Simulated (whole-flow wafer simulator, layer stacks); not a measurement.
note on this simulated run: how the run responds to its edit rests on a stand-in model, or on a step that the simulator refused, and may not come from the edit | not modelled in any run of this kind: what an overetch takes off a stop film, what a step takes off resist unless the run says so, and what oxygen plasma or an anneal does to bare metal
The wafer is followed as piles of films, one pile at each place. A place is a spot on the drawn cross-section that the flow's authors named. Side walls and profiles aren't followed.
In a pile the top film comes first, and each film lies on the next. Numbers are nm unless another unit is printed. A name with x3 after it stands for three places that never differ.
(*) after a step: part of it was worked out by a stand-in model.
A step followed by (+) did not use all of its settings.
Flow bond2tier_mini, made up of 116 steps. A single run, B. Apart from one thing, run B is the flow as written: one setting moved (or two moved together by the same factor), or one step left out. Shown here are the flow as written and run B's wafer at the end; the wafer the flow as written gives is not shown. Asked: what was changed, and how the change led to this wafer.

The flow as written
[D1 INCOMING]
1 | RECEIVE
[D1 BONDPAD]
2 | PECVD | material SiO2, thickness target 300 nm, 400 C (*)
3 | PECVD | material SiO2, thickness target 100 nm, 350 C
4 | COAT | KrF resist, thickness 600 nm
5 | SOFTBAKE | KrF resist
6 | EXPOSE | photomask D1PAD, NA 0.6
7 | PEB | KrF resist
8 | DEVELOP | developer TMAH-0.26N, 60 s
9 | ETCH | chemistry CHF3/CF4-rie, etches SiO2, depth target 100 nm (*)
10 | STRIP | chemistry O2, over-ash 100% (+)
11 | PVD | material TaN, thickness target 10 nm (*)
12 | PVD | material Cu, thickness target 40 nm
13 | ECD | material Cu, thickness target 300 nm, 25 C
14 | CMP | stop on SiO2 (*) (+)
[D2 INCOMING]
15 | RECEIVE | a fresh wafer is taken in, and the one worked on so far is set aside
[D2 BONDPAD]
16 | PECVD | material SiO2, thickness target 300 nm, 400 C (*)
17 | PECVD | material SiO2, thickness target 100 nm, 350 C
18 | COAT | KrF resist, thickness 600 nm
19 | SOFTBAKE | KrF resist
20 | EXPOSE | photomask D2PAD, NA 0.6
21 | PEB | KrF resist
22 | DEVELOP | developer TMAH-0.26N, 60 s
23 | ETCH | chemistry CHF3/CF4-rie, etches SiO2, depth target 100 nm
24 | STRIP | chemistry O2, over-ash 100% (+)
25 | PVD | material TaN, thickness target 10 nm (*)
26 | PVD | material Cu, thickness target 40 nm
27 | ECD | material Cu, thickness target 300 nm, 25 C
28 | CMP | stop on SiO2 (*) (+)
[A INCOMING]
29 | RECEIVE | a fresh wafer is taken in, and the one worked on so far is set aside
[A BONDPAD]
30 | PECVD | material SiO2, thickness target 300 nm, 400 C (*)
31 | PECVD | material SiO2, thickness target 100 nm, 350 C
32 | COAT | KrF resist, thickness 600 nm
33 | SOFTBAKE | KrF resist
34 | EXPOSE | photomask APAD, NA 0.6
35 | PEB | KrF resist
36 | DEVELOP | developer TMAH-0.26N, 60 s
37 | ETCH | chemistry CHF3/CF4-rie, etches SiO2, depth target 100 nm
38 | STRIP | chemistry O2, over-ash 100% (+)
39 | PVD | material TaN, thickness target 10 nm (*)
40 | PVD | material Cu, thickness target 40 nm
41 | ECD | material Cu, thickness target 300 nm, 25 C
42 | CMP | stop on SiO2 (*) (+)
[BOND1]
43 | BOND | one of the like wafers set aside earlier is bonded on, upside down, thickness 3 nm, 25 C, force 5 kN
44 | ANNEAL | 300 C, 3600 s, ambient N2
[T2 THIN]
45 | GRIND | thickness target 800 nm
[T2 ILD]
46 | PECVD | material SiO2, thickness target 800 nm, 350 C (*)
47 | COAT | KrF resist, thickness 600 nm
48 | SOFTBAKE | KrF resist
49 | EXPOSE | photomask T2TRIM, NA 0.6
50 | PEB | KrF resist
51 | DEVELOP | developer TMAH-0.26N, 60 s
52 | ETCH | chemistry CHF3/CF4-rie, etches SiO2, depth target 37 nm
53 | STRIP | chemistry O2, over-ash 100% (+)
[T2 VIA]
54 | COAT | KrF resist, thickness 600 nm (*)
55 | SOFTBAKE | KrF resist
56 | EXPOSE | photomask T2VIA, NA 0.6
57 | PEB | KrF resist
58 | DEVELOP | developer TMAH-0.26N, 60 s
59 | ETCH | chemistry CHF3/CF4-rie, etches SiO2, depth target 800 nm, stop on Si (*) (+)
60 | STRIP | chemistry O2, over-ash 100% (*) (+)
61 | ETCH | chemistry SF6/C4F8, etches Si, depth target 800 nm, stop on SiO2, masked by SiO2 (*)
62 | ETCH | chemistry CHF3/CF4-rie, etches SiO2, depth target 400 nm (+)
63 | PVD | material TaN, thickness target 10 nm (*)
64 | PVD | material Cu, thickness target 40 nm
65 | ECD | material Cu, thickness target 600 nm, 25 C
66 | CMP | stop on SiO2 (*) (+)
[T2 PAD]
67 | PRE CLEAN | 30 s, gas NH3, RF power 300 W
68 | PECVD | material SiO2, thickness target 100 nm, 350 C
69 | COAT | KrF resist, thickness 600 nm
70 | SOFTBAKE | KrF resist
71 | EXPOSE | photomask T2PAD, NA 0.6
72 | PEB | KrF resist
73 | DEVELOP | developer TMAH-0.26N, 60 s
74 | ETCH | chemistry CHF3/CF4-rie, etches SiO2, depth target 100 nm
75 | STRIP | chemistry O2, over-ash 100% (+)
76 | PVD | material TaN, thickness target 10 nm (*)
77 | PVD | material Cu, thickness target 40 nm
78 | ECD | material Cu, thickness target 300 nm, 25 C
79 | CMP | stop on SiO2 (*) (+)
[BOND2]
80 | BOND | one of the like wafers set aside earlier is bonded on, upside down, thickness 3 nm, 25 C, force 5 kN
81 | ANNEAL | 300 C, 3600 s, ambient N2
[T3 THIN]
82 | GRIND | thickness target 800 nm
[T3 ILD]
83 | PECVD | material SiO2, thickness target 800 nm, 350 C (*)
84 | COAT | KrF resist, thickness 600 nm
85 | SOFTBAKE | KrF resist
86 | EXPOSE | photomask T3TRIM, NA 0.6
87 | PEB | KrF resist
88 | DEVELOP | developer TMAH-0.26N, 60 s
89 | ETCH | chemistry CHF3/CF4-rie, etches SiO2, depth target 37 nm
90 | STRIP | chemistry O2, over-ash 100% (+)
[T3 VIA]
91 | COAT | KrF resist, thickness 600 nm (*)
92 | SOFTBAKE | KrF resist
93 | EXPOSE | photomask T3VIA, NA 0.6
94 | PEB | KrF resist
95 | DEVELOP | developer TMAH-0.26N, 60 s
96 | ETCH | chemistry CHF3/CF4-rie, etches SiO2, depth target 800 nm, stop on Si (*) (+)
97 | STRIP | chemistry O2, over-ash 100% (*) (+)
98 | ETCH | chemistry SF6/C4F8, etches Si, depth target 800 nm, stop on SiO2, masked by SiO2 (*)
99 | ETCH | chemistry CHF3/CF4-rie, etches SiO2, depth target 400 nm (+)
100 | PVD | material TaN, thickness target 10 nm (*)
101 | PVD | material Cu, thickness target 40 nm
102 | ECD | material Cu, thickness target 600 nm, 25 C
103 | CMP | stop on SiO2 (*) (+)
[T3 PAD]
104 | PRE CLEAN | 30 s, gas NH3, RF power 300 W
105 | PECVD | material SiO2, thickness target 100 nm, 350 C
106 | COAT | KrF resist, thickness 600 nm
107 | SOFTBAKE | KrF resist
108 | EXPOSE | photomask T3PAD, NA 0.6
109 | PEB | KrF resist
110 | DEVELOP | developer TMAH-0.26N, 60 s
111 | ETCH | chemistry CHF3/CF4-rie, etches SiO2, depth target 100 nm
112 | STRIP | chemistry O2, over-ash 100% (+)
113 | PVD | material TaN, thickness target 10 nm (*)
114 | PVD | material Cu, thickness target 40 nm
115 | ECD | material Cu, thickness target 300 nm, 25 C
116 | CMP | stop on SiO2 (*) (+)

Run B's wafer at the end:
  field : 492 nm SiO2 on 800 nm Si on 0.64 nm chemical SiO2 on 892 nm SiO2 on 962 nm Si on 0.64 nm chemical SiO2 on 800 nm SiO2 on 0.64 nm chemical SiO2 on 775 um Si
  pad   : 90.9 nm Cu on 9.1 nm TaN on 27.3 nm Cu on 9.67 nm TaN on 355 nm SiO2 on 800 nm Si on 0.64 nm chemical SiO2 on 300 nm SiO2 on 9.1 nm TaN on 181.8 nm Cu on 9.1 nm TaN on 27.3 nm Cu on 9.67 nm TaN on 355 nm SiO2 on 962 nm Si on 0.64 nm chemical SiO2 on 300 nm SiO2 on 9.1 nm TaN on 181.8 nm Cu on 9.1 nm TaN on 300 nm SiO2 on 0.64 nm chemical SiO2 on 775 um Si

Cause: step 45, GRIND: thickness target 962 nm was run, though the flow has thickness target 800 nm.
The wafer lets one read it off: field has Si 962, and step 45 as written asks for 800 nm.

Step by step, how the change led to this:
  45 | GRIND | thickness target 800 nm
      field, pad, via: -774.04 um Si (it would be, as written: -774.2 um Si)
